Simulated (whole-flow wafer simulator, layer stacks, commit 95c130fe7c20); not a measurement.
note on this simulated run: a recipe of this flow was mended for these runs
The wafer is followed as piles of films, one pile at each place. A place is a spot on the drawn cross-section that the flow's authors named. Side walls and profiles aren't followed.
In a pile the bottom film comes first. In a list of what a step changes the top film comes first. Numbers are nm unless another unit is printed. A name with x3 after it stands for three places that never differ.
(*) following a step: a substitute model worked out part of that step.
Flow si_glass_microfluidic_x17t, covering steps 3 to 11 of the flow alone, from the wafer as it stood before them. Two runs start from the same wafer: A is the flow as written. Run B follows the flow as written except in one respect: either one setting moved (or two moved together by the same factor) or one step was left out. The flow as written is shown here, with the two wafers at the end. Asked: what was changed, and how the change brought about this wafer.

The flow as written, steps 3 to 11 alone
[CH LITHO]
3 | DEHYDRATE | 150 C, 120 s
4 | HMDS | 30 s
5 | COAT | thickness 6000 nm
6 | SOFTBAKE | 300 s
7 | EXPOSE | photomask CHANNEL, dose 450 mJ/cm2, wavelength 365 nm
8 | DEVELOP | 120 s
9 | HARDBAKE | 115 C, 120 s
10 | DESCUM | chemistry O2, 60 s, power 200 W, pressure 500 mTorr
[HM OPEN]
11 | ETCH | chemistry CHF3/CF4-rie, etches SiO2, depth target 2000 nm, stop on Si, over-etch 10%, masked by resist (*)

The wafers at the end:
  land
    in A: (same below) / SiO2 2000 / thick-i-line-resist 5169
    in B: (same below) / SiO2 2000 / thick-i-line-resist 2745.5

What caused this: step 5, COAT: thickness 3559 nm was run, whereas the flow has thickness 6000 nm.

The path from the change to this, step by step:
  5 | COAT | thickness 6000 nm
      land, tr110 x3: A thick-i-line-resist gains 6000 (new film) | B thick-i-line-resist gains 3559 (new film)
  8 | DEVELOP | 120 s
      tr110 x3: A thick-i-line-resist loses 6000 (all of it) | B thick-i-line-resist loses 3559 (all of it)
  9 | HARDBAKE | 115 C, 120 s
      land: A thick-i-line-resist loses 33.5 | B thick-i-line-resist loses 16
